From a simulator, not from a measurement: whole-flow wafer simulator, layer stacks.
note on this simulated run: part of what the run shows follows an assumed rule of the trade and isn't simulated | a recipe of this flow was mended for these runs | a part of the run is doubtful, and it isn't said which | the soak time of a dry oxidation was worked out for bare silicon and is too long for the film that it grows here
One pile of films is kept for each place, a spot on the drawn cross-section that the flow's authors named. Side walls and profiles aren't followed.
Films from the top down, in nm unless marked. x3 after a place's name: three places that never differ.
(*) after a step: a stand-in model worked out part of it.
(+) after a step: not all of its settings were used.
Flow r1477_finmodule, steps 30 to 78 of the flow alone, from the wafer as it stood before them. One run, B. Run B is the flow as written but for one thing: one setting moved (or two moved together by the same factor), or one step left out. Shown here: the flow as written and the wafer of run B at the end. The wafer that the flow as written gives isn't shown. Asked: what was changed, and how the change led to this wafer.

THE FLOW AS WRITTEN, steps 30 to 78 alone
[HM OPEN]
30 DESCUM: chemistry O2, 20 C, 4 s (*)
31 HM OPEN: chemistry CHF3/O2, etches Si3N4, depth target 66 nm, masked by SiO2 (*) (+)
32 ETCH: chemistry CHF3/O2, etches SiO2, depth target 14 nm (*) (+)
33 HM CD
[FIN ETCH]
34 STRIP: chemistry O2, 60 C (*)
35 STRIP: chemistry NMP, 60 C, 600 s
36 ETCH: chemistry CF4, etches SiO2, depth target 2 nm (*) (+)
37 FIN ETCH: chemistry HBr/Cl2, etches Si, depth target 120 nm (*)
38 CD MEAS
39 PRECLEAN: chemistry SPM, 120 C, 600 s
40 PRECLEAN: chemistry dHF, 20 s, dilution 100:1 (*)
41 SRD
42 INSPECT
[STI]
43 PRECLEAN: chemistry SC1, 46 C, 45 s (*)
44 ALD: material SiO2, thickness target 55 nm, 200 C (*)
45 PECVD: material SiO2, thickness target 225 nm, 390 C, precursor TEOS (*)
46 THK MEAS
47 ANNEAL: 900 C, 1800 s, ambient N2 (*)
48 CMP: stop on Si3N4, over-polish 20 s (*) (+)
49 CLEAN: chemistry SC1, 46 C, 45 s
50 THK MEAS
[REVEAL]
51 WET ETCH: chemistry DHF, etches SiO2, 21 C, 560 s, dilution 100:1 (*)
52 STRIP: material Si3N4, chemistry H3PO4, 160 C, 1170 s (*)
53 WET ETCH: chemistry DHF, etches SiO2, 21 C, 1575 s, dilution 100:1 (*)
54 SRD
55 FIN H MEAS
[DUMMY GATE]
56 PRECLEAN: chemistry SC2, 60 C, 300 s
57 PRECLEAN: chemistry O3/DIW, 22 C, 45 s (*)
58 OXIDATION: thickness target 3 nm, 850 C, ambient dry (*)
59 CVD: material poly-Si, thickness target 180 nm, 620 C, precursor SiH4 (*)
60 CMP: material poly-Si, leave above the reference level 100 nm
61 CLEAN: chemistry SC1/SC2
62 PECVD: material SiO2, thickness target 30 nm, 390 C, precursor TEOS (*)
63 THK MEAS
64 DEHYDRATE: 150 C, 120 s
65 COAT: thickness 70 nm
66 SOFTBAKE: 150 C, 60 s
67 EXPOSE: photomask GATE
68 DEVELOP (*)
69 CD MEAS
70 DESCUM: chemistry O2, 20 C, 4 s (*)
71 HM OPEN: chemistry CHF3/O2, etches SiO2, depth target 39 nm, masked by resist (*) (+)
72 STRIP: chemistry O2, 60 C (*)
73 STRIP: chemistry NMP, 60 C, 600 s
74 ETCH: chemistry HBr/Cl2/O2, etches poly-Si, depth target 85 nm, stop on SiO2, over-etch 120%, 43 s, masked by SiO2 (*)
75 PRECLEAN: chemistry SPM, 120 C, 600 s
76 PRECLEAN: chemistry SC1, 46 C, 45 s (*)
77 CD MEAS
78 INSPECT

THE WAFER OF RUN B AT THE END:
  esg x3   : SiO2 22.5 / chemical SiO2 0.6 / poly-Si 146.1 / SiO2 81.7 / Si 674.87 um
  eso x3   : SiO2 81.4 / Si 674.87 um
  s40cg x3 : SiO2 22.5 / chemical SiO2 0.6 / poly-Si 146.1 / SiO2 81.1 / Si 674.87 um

The cause: step 32, ETCH: depth target 22.4 nm was run, where the flow has depth target 14 nm.

How the change led to this, step by step:
  32 ETCH: chemistry CHF3/O2, etches SiO2, depth target 14 nm (*) (+)
      pad, padg, esg x3, e200sg, s40sg x3, eso x3, e200so, s40so x3: SiO2 -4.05 (all of it), Si -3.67 (as written it would be: SiO2 -4.05 (all of it), Si -1.99)
      elg x4, elo x4: e-beam-resist -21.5 (as written it would be: e-beam-resist -13.4)
      (and at 12 more places)
  34 STRIP: chemistry O2, 60 C (*)
      elg x4, elo x4: e-beam-resist -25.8 (all of it) (as written it would be: e-beam-resist -33.9 (all of it))
  44 ALD: material SiO2, thickness target 55 nm, 200 C (*)
      s40cg x3, s40co x3: SiO2 +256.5 (new film) (as written it would be: SiO2 +263.2 (new film))
      s40sg x3, s40so x3: SiO2 +257.1 (new film) (as written it would be: SiO2 +263.8 (new film))
  48 CMP: stop on Si3N4, over-polish 20 s (*) (+)
      s40cg x3, s40sg x3, s40co x3, s40so x3: SiO2 -279.7 (as written it would be: SiO2 -288.1)
      s40sg_line x3, s40so_line x3: SiO2 -278.6 (all of it), Si3N4 -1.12 (as written it would be: SiO2 -287 (all of it), Si3N4 -1.12)
      (and at 2 more places)
